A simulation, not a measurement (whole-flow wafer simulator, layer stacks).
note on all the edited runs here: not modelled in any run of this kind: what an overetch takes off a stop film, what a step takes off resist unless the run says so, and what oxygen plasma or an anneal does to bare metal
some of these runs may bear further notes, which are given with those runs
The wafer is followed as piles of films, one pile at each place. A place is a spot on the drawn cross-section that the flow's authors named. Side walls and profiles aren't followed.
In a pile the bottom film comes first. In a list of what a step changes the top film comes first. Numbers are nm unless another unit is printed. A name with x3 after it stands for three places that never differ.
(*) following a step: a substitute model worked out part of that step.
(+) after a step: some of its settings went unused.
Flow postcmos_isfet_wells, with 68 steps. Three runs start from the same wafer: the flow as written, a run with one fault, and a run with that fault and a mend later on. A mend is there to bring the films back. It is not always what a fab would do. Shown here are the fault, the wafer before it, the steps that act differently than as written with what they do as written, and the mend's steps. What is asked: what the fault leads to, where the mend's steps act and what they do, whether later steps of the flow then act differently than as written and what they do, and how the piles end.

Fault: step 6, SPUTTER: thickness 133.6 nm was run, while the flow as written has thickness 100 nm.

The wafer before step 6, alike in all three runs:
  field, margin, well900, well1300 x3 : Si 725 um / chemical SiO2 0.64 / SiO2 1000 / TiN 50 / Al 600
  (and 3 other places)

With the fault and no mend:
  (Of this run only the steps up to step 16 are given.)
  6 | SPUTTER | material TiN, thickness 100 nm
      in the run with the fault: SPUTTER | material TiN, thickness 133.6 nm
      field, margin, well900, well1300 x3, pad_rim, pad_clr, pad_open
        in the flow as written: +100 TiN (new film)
        in the run with the fault: +133.6 TiN (new film)
  Steps later in the flow that act otherwise than as written:
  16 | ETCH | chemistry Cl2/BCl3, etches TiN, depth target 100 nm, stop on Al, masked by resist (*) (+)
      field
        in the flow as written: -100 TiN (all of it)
        in the run with the fault: -100 TiN
  After step 16, at field, margin, well900, well1300 x3, pad_rim, pad_clr, pad_open, the piles differ from the flow's by more than 2% or 0.5 nm, whichever is larger.
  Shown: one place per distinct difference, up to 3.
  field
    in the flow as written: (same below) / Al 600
    in the run with the fault: (same below) / Al 600 / TiN 33.6
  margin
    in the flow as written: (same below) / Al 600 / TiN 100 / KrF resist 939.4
    in the run with the fault: (same below) / Al 600 / TiN 133.6 / KrF resist 939.4

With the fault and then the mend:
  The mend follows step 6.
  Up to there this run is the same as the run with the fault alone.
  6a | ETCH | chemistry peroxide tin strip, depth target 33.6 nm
      field, margin, well900, well1300 x3, pad_rim, pad_clr, pad_open
        -33.6 TiN
  None of the later steps of the flow acts differently than as written at any place that is followed.
  The piles end the same as the flow's at every place that both follow.
